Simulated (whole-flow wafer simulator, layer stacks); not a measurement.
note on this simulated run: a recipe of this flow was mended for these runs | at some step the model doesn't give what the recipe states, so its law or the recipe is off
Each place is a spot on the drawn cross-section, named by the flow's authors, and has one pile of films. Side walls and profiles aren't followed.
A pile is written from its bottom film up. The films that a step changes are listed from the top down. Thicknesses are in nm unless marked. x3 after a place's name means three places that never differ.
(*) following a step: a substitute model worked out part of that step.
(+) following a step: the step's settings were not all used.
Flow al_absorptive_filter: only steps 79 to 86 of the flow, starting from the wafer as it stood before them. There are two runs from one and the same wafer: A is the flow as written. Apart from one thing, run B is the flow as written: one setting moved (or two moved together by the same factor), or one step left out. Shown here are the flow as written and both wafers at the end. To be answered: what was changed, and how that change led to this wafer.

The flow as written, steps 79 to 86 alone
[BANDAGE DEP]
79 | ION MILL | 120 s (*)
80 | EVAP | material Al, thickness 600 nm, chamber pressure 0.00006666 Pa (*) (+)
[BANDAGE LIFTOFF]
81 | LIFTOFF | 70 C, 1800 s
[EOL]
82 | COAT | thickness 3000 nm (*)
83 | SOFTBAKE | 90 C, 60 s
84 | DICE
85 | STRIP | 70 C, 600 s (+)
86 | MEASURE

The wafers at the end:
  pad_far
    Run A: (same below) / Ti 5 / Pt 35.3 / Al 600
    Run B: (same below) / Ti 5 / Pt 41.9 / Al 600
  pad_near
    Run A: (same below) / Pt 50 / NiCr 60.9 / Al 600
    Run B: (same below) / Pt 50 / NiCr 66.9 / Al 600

The reason: step 79, ION MILL: 66 s was run, though the flow has 120 s.

The path from the change to this, step by step:
  79 | ION MILL | 120 s (*)
      gnd, ledge, res and 9 more: A -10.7 i-line-resist | B -5.86 i-line-resist
      pad_far: A -14.7 Pt | B -8.06 Pt
      (also at 1 further place)
